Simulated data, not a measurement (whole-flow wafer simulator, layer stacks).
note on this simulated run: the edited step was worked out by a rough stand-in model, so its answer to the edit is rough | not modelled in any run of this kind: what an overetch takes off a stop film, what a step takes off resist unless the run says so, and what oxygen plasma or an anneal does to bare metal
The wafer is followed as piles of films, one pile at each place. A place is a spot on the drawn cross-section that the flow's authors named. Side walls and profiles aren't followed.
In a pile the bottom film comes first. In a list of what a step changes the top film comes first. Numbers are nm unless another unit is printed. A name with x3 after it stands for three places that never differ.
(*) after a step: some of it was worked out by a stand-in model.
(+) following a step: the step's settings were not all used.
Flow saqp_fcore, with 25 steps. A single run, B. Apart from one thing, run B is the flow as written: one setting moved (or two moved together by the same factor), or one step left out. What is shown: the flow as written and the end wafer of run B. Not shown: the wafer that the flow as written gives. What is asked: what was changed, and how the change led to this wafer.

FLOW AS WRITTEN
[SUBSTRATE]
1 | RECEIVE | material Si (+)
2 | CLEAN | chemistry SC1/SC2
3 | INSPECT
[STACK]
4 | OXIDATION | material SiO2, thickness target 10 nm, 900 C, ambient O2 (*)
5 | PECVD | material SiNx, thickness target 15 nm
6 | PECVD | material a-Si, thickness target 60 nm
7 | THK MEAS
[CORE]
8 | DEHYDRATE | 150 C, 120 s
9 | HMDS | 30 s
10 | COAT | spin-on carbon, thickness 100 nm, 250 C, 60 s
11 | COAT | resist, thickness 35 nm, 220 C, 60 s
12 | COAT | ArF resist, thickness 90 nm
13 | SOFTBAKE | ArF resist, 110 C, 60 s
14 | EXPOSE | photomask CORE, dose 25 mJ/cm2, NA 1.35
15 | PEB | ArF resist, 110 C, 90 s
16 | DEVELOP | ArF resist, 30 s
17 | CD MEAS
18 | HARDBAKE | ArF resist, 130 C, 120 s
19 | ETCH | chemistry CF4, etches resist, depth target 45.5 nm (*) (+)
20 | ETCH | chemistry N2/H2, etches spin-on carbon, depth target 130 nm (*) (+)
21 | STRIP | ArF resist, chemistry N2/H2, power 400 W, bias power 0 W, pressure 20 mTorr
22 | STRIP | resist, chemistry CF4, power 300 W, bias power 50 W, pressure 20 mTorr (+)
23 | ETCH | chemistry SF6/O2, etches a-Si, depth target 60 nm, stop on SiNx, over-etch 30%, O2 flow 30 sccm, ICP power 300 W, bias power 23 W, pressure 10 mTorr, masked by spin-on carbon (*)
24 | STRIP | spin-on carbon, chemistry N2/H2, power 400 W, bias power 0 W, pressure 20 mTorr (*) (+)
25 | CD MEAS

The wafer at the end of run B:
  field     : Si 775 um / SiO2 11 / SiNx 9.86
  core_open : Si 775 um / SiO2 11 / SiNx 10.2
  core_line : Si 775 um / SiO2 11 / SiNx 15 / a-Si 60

What caused this: step 4, OXIDATION: thickness target 11 nm was run, whereas the flow has thickness target 10 nm.
The wafer lets one read it off: field has SiO2 11, and step 4 as written asks for 10 nm.

Step by step, how the change led to this:
  4 | OXIDATION | material SiO2, thickness target 10 nm, 900 C, ambient O2 (*)
      field, core_open, core_line: SiO2 gains 11 (new film), chemical SiO2 loses 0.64 (all of it), Si loses 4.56 (it would be, as written: SiO2 gains 10 (new film), chemical SiO2 loses 0.64 (all of it), Si loses 4.12)
